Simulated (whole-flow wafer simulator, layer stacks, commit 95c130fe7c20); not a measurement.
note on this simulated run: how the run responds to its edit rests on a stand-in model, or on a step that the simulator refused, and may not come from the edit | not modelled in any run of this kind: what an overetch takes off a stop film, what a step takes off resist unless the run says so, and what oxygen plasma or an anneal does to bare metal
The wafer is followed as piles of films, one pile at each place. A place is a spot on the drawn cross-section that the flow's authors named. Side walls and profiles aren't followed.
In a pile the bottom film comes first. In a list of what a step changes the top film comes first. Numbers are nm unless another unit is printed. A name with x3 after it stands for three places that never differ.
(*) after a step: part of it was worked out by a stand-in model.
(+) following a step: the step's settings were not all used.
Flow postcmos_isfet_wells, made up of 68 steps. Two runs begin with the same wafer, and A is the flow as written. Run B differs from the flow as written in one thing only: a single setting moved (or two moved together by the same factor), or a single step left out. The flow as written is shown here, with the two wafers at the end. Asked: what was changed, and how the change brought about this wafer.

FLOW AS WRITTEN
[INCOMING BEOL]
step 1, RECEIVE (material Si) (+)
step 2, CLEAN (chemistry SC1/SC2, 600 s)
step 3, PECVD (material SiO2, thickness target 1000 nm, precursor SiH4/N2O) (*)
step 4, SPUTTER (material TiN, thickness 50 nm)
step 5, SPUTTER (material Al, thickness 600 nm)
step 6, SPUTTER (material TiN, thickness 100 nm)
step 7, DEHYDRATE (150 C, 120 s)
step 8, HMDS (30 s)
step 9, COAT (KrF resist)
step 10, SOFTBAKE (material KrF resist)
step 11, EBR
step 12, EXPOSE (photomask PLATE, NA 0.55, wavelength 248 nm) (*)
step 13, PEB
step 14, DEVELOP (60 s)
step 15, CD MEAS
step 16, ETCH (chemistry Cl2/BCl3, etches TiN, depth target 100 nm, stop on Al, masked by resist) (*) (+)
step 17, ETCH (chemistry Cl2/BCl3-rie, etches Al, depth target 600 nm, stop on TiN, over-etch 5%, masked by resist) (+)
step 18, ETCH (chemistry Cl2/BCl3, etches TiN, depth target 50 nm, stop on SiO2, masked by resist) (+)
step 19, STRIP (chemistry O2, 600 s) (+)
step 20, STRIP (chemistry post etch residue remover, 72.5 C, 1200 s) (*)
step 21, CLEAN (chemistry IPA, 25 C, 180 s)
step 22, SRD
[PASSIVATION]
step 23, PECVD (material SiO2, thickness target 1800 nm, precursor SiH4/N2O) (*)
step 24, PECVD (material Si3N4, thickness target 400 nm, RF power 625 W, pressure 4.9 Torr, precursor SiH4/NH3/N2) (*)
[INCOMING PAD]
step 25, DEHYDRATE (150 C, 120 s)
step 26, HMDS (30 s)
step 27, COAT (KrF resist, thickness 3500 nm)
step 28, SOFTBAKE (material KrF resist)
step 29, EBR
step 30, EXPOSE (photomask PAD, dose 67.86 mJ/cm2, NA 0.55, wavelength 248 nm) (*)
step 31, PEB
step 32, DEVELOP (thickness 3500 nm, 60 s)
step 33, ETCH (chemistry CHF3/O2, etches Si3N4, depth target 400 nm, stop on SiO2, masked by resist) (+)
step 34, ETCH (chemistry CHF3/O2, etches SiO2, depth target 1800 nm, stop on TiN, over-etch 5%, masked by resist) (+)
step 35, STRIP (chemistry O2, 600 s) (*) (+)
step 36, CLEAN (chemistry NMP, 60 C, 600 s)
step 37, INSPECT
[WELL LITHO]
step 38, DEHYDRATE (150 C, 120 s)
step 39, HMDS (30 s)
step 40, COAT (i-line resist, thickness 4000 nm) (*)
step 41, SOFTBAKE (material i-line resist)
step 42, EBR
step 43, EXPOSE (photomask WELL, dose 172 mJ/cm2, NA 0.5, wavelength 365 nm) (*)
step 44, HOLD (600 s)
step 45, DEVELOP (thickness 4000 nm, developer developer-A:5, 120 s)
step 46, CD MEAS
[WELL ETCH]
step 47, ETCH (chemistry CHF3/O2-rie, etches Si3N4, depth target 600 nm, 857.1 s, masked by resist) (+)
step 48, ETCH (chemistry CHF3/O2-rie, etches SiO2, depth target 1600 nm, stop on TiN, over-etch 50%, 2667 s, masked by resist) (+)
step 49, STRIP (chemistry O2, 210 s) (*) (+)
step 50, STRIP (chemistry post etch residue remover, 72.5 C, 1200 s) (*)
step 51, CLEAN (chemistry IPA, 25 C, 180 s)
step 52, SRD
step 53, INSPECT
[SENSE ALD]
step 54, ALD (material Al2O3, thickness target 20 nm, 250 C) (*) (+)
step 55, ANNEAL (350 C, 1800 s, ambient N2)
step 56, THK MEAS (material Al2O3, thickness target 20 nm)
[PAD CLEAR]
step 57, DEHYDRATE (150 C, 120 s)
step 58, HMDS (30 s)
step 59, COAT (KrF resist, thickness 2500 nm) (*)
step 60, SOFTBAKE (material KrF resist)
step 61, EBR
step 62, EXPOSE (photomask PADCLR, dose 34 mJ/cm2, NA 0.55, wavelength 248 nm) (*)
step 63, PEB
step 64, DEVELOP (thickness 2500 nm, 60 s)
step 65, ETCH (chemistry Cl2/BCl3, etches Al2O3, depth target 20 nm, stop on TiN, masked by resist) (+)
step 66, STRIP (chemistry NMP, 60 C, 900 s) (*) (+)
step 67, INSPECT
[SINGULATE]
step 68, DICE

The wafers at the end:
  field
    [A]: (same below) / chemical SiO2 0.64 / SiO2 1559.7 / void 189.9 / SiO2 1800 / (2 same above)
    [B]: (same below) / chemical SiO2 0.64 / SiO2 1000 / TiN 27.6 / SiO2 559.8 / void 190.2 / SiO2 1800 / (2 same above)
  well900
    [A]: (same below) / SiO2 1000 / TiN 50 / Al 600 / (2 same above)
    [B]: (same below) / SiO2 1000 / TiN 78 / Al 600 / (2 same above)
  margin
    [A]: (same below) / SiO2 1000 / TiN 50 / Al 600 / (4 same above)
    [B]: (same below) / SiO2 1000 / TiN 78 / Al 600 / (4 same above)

Cause: step 4, SPUTTER: thickness 78 nm was run, while the flow as written has thickness 50 nm.
The wafer lets one read it off: well900 has TiN 78, and step 4 as written asks for 50 nm.

How this came from the change, step by step:
  step 4, SPUTTER (material TiN, thickness 50 nm)
      field, margin, well900, well1300 x3, pad_rim, pad_clr, pad_open: A TiN gains 50 (new film) | B TiN gains 78 (new film)
  step 18, ETCH (chemistry Cl2/BCl3, etches TiN, depth target 50 nm, stop on SiO2, masked by resist) (+)
      field: A TiN loses 50 (all of it) | B TiN loses 50
  step 23, PECVD (material SiO2, thickness target 1800 nm, precursor SiH4/N2O) (*)
      field: A SiO2 gains 1800 (new film), void gains 189.9 (new film), SiO2 gains 559.7 | B SiO2 gains 1800 (new film), void gains 190.2 (new film), SiO2 gains 559.8 (new film)
If metal films that touch count as one body, field has 1 body; the flow as written gives 0 bodies.
